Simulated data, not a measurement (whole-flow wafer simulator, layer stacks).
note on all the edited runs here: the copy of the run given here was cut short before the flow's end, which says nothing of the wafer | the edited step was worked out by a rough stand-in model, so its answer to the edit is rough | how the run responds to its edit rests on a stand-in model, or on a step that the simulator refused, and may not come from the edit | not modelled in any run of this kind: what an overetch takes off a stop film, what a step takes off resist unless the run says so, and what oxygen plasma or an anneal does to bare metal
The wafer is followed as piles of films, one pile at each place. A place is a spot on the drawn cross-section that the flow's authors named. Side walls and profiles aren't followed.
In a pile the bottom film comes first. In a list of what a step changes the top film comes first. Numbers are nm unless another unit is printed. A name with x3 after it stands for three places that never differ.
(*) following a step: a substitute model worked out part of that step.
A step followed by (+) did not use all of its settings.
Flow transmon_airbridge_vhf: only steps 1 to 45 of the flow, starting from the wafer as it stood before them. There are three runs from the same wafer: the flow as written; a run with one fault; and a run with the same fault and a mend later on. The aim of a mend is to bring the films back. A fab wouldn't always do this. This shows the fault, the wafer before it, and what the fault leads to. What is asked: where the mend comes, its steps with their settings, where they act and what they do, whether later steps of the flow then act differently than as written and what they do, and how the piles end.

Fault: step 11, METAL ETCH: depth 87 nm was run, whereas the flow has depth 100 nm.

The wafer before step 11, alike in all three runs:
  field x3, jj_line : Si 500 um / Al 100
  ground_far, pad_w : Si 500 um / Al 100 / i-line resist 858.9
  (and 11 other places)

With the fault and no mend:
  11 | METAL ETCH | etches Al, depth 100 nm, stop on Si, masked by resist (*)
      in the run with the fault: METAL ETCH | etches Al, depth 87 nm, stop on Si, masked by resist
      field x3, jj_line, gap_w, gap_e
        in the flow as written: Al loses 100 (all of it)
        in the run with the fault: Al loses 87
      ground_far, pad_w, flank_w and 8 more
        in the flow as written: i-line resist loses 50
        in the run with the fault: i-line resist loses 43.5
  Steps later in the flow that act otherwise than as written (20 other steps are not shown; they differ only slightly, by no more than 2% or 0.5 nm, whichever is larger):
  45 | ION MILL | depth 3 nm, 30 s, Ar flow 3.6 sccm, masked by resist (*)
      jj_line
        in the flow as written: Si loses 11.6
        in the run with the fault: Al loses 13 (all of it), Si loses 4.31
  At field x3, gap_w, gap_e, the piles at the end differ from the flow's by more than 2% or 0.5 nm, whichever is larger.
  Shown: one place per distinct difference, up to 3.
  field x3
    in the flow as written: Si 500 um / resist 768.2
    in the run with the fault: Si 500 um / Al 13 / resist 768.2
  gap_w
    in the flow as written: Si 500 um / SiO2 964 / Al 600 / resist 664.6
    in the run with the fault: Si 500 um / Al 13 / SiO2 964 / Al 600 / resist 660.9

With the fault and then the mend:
  The mend stands after step 12.
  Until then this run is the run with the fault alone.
  12a | COAT | i-line resist, thickness 900 nm (*) (the flow's step 6 again)
      field x3, jj_line, trace_open_s x2, margin_s, bridge_strip, margin_n
        i-line resist gains 900 (new film)
      pad_w, pad_e
        i-line resist gains 889.3 (new film)
      flank_w, flank_e
        i-line resist gains 879.6 (new film)
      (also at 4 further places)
  12b | SOFTBAKE | i-line resist, 90 C, 90 s (the flow's step 7 again)
      flank_w, flank_e
        i-line resist loses 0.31
      gap_w, gap_e
        i-line resist gains 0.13
      cpw_trace
        i-line resist loses 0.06
  12c | EXPOSE | i-line resist, thickness 900 nm, photomask AB CPW, dose 155.4 mJ/cm2, NA 0.45, wavelength 365 nm (*) (the flow's step 8 again)
      does not change any film at any place that is followed
  12d | PEB | i-line resist, 110 C, 60 s (the flow's step 9 again)
      field x3, jj_line, trace_open_s x2, margin_s, bridge_strip, margin_n
        i-line resist loses 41
      pad_w, pad_e
        i-line resist loses 40.5
      flank_w, flank_e
        i-line resist loses 40.1
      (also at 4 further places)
  12e | DEVELOP | i-line resist, thickness 900 nm, developer developer-B, 60 s (the flow's step 10 again)
      pad_w, pad_e, trace_open_s x2, margin_s, bridge_strip, margin_n
        i-line resist loses 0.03
      field x3, jj_line
        i-line resist loses 859 (all of it)
      gap_w, gap_e
        i-line resist loses 904.3 (all of it)
  12f | METAL ETCH | etches Al, depth 13 nm, stop on Si, masked by resist (*) (the flow's step 11 again, with other settings)
      ground_far, pad_w, flank_w and 8 more
        i-line resist loses 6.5
      field x3, jj_line, gap_w, gap_e
        Al loses 13 (all of it)
  12g | STRIP | i-line resist, 80 C, 600 s (*) (+) (the flow's step 12 again)
      trace_open_s x2, margin_s, bridge_strip, margin_n
        i-line resist loses 852.4 (all of it)
      pad_w, pad_e
        i-line resist loses 842.2 (all of it)
      flank_w, flank_e
        i-line resist loses 832.7 (all of it)
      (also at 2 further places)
  None of the later steps of the flow acts differently than as written at any place that is followed.
  By the end, the piles equal the flow's at every place that both follow.
